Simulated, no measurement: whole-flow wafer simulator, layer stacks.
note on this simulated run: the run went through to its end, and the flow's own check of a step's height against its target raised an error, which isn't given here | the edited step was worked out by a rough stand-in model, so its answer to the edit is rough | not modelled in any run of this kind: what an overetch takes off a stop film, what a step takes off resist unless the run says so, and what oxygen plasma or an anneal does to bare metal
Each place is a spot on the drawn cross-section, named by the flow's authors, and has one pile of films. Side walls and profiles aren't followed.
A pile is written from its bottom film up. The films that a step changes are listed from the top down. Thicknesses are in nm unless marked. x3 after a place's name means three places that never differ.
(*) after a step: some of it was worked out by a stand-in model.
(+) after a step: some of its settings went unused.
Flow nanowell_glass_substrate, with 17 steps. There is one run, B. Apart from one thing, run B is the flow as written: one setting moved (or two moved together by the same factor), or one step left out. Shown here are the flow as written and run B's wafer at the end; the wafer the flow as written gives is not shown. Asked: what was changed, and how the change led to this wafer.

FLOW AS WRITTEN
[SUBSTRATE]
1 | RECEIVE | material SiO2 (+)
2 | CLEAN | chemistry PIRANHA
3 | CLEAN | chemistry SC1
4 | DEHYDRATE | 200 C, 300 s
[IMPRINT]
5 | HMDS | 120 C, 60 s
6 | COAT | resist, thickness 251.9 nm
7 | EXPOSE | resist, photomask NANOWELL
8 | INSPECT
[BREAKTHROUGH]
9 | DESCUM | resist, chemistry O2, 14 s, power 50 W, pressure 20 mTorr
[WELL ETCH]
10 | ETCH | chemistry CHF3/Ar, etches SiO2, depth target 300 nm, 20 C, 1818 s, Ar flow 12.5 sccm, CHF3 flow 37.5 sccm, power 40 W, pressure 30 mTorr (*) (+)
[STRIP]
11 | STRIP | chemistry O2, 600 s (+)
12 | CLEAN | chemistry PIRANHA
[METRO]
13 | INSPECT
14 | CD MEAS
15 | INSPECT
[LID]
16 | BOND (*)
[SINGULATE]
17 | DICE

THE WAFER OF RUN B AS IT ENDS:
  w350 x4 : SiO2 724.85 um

The reason: step 10, ETCH: depth target 154.5 nm was run, while the flow as written has depth target 300 nm; step 10, ETCH: 936.3 s was run, where the flow has 1818 s.

How this came from the change, step by step:
  10 | ETCH | chemistry CHF3/Ar, etches SiO2, depth target 300 nm, 20 C, 1818 s, Ar flow 12.5 sccm, CHF3 flow 37.5 sccm, power 40 W, pressure 30 mTorr (*) (+)
      w350 x4: SiO2 loses 154.5 (as written it would have been: SiO2 loses 300)
      land: resist loses 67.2 (as written it would have been: resist loses 130.4)
  11 | STRIP | chemistry O2, 600 s (+)
      land: resist loses 189.2 (all of it) (as written it would have been: resist loses 125.9 (all of it))
